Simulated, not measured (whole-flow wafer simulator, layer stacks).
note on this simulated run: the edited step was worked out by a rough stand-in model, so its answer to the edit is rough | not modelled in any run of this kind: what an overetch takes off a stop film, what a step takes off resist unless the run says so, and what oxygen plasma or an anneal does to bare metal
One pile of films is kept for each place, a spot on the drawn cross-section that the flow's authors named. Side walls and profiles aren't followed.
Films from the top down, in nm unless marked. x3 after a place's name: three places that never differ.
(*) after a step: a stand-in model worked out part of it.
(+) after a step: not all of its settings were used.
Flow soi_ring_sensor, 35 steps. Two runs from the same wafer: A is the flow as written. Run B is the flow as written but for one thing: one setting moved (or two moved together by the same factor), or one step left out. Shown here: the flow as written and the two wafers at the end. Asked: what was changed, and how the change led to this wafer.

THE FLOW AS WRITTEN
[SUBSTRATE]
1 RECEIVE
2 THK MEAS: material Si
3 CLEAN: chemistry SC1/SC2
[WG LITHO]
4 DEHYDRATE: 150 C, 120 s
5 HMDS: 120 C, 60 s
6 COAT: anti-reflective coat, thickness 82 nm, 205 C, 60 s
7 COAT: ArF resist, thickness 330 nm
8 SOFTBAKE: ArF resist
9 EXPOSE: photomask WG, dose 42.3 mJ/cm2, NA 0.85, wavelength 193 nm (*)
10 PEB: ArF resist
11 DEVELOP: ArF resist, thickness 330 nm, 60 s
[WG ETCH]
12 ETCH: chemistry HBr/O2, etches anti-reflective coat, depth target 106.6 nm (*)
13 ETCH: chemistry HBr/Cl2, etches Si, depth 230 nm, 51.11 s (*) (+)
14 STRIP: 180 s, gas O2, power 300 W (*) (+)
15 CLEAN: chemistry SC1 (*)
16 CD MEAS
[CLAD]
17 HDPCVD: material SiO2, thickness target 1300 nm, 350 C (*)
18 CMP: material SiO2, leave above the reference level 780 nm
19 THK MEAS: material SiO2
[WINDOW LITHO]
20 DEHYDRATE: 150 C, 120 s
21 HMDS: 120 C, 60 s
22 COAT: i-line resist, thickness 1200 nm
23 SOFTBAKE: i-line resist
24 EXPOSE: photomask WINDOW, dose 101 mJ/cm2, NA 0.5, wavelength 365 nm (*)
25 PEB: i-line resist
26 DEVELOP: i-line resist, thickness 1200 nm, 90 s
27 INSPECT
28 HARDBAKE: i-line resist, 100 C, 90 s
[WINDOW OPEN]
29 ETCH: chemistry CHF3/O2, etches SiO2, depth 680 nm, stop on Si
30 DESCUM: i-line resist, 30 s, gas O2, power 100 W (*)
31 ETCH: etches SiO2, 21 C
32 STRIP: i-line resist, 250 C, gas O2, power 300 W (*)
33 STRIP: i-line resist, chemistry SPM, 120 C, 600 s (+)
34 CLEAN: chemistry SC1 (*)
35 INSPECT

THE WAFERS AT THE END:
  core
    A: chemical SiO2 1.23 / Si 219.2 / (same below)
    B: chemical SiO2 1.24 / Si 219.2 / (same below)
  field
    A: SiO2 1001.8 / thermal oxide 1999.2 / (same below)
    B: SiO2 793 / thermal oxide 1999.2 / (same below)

The cause: step 17, HDPCVD: thickness target 793 nm was run, where the flow has thickness target 1300 nm.

How the change led to this, step by step:
  17 HDPCVD: material SiO2, thickness target 1300 nm, 350 C (*)
      core, gap, window, field, core_clad, gap_clad: A SiO2 +1300 (new film) | B SiO2 +793 (new film)
  18 CMP: material SiO2, leave above the reference level 780 nm
      gap, window, field, gap_clad: A SiO2 -298.2 | B nothing
      core, core_clad: A SiO2 -520 | B SiO2 -13
  22 COAT: i-line resist, thickness 1200 nm
      core, core_clad: A i-line resist +1200 (new film) | B i-line resist +1019.9 (new film)
      gap, gap_clad: A i-line resist +1200 (new film) | B i-line resist +1230.8 (new film)
  23 SOFTBAKE: i-line resist
      core, core_clad: A nothing | B i-line resist -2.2
      gap, gap_clad: A nothing | B i-line resist -2.72
      (and at 1 more place)
  25 PEB: i-line resist
      core, core_clad: A i-line resist -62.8 | B i-line resist -52.9
      gap, gap_clad: A i-line resist -62.8 | B i-line resist -64.3
  26 DEVELOP: i-line resist, thickness 1200 nm, 90 s
      core: A i-line resist -1137.2 (all of it) | B i-line resist -964.8 (all of it)
      gap: A i-line resist -1137.2 (all of it) | B i-line resist -1163.7 (all of it)
  32 STRIP: i-line resist, 250 C, gas O2, power 300 W (*)
      core_clad: A i-line resist -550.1 (all of it) | B i-line resist -378 (all of it)
